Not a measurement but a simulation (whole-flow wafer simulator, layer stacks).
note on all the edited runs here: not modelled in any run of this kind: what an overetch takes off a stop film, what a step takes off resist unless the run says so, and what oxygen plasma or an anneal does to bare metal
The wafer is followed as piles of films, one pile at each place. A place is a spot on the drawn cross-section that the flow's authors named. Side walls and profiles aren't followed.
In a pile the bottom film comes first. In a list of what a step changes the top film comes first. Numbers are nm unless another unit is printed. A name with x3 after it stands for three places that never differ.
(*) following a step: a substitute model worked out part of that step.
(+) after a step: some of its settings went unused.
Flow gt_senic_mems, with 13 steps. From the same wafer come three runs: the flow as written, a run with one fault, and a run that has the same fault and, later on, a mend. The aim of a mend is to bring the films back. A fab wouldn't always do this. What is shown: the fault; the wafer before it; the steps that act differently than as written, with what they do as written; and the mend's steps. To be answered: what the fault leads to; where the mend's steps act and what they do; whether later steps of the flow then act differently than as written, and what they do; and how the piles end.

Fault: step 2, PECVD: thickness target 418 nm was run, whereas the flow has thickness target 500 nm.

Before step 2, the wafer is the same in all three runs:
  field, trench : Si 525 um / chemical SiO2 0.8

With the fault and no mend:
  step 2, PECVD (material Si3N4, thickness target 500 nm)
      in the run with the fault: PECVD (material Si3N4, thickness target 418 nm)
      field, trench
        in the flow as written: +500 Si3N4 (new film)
        in the run with the fault: +418 Si3N4 (new film)
  Steps later in the flow that act otherwise than as written (not shown: 1 more step that differs only slightly, by at most 2% or 0.5 nm, whichever is larger):
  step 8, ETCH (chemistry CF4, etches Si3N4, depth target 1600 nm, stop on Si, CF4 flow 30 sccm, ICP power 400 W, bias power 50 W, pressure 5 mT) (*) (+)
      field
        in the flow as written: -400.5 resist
        in the run with the fault: -345.9 resist
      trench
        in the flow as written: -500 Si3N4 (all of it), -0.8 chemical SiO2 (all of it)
        in the run with the fault: -418 Si3N4 (all of it), -0.8 chemical SiO2 (all of it)
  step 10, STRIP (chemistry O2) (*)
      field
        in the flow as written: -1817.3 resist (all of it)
        in the run with the fault: -1872 resist (all of it)
  The piles end different from the flow's at field by more than 2% or 0.5 nm, whichever is larger.
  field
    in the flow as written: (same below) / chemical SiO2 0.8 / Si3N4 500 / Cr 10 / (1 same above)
    in the run with the fault: (same below) / chemical SiO2 0.8 / Si3N4 418 / Cr 10 / (1 same above)

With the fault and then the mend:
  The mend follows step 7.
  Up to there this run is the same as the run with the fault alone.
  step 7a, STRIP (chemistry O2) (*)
      field
        -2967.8 resist (all of it)
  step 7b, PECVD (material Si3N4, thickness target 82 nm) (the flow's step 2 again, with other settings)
      field, trench
        +82 Si3N4
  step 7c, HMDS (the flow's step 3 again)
      does not change any film at any place that is followed
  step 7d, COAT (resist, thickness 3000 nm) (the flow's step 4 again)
      field, trench
        +3000 resist (new film)
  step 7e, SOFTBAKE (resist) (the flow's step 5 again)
      does not change any film at any place that is followed
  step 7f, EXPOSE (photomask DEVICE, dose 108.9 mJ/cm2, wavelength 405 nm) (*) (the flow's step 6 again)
      does not change any film at any place that is followed
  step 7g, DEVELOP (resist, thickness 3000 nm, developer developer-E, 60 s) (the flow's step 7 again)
      field
        -32.2 resist
      trench
        -3000 resist (all of it)
  Every later step of the flow that is run acts as written at every place that is followed.
  At every place that both follow, the piles at the end match the flow's.
